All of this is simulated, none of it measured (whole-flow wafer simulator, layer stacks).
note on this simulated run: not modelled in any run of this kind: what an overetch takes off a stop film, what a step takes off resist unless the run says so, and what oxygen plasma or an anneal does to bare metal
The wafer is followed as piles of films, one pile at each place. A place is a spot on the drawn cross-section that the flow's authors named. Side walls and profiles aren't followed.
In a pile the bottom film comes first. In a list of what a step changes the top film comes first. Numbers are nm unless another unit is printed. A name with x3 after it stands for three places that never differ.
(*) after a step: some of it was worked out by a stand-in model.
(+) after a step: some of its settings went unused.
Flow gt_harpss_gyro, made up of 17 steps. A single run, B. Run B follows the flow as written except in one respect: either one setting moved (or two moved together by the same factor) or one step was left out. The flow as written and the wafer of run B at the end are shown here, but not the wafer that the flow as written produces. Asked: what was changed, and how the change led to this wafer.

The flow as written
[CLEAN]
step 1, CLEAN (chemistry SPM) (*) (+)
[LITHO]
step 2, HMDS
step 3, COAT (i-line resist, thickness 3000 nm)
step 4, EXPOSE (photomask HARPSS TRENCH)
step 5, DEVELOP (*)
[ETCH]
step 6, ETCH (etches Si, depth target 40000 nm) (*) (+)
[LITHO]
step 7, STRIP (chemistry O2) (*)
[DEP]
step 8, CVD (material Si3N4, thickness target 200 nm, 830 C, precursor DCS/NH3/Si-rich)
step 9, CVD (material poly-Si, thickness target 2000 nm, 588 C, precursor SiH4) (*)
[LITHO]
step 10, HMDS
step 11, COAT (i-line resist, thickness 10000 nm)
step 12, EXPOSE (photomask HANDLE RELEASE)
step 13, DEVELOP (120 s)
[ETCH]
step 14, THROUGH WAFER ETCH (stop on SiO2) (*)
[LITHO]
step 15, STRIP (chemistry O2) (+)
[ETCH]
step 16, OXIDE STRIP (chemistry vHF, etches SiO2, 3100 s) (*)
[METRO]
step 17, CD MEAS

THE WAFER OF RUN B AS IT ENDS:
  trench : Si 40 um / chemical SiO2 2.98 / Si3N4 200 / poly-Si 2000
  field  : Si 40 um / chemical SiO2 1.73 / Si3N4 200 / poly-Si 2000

Cause: step 6, ETCH: etches Si, depth target 40000 nm (*) (+), was not run.

The path from the change to this, step by step:
  step 7, STRIP (chemistry O2) (*)
      trench: chemical SiO2 gains 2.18, Si loses 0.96 (it would be, as written: nothing)
      field: i-line resist loses 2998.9 (all of it), chemical SiO2 gains 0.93, Si loses 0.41 (it would be, as written: i-line resist loses 2498.9 (all of it), chemical SiO2 gains 0.87, Si loses 0.38)
  step 8, CVD (material Si3N4, thickness target 200 nm, 830 C, precursor DCS/NH3/Si-rich)
      trench: Si3N4 gains 200 (new film) (it would be, as written: Si3N4 gains 195.9 (new film))
  step 9, CVD (material poly-Si, thickness target 2000 nm, 588 C, precursor SiH4) (*)
      trench: poly-Si gains 2000 (new film) (it would be, as written: poly-Si gains 42.01 um (new film))
